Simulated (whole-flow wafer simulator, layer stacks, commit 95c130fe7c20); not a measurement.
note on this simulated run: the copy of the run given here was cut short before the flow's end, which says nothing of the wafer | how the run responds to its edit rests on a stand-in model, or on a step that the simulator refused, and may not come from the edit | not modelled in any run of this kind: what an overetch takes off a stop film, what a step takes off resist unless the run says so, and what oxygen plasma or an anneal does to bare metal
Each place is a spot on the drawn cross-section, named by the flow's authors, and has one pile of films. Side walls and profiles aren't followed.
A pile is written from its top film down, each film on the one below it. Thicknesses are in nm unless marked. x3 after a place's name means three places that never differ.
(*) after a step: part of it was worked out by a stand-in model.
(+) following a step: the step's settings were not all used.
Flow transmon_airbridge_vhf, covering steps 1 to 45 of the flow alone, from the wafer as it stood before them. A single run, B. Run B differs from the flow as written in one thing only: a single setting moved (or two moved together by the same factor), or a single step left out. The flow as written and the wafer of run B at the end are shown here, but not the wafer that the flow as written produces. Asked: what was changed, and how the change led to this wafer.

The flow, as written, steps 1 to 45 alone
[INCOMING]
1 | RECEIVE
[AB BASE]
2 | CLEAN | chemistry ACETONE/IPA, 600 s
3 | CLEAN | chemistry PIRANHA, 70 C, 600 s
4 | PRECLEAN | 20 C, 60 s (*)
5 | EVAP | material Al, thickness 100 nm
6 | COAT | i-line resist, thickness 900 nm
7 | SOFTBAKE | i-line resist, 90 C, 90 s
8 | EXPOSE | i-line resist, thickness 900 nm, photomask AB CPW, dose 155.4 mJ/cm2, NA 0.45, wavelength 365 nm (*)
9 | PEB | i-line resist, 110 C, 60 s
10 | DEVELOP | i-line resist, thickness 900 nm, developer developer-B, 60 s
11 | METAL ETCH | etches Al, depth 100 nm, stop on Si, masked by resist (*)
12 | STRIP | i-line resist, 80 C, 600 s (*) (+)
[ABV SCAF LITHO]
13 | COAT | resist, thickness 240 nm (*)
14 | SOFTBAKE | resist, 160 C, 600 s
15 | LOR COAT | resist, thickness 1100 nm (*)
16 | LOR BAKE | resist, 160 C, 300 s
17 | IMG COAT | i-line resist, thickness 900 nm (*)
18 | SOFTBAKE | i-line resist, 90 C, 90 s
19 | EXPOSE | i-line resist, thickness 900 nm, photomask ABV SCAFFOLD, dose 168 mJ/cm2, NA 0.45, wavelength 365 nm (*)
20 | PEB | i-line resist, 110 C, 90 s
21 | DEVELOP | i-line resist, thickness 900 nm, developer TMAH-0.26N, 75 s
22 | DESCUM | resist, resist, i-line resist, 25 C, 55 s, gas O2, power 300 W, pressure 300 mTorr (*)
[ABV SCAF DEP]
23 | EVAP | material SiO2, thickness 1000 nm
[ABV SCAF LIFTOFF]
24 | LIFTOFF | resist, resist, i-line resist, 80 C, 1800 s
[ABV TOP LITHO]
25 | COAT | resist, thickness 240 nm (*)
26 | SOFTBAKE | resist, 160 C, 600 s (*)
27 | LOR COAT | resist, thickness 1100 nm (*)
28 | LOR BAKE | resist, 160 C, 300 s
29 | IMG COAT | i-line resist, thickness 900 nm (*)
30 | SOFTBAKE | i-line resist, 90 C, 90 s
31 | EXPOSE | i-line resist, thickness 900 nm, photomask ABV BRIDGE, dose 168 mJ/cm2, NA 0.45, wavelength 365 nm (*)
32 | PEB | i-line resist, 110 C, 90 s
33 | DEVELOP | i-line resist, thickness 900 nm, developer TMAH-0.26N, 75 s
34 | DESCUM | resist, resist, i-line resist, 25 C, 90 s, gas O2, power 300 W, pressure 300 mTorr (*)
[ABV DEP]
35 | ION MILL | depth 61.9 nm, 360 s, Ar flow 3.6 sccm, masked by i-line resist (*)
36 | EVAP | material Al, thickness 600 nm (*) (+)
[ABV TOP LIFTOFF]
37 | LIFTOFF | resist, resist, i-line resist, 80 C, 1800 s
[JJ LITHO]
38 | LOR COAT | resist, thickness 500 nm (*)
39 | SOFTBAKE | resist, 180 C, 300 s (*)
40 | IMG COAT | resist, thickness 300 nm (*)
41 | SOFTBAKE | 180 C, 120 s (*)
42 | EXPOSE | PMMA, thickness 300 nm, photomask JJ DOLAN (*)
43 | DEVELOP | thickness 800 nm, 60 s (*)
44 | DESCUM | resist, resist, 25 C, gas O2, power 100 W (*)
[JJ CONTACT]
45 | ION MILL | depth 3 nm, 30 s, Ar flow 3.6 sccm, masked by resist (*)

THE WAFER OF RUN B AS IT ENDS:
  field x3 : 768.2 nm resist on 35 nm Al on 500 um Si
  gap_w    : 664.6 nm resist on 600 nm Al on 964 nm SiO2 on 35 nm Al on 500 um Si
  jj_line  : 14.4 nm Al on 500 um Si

Cause: step 5, EVAP: thickness 135 nm was run, though the flow has thickness 100 nm.

The path from the change to this, step by step:
  5 | EVAP | material Al, thickness 100 nm
      field x3, jj_line, ground_far and 12 more: +135 Al (new film) (as written it would have been: +100 Al (new film))
  11 | METAL ETCH | etches Al, depth 100 nm, stop on Si, masked by resist (*)
      field x3, jj_line, gap_w, gap_e: -100 Al (as written it would have been: -100 Al (all of it))
  45 | ION MILL | depth 3 nm, 30 s, Ar flow 3.6 sccm, masked by resist (*)
      jj_line: -20.6 Al (as written it would have been: -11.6 Si)
If metal films that touch count as one body, field x3 has 1 body; the flow as written gives 0 bodies.
If metal films that touch count as one body, gap_w has 2 bodies (between them, from the top down: SiO2 964); the flow as written gives 1 body.
If metal films that touch count as one body, jj_line has 1 body; the flow as written gives 0 bodies.
